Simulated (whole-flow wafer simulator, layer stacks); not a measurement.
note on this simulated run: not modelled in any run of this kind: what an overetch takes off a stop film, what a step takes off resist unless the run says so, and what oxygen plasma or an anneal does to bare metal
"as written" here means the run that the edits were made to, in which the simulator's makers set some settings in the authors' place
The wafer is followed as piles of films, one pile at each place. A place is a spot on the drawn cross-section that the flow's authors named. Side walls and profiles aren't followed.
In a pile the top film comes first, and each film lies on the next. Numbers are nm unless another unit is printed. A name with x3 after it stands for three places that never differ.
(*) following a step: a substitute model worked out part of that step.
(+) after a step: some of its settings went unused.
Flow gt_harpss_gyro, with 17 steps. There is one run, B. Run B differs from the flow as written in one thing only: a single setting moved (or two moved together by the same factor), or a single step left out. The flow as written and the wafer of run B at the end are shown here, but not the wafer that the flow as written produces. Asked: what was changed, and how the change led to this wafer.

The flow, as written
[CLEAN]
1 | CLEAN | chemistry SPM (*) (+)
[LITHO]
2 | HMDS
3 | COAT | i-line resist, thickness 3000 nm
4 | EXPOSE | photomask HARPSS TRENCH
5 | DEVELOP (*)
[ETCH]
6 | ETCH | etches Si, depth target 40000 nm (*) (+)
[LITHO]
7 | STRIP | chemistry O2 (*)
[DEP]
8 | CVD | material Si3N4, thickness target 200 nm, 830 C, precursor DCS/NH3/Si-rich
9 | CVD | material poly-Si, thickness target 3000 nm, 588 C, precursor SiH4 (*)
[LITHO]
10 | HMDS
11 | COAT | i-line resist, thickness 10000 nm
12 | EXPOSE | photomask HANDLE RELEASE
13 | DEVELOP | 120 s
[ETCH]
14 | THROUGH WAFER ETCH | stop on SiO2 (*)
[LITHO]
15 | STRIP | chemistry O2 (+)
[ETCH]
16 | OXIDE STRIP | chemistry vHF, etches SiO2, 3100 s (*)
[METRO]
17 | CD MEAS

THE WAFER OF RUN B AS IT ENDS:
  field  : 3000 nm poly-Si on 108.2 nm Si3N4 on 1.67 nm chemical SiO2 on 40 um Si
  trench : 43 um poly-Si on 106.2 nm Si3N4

What caused this: step 8, CVD: thickness target 108.2 nm was run, though the flow has thickness target 200 nm.
The wafer lets one read it off: field has Si3N4 108.2, and step 8 as written asks for 200 nm.

Step by step, how the change led to this:
  8 | CVD | material Si3N4, thickness target 200 nm, 830 C, precursor DCS/NH3/Si-rich
      field: Si3N4 gains 108.2 (new film) (in the flow as written it would be: Si3N4 gains 200 (new film))
      trench: Si3N4 gains 106.2 (new film) (in the flow as written it would be: Si3N4 gains 195.9 (new film))
  9 | CVD | material poly-Si, thickness target 3000 nm, 588 C, precursor SiH4 (*)
      trench: poly-Si gains 43 um (new film) (in the flow as written it would be: poly-Si gains 43.01 um (new film))
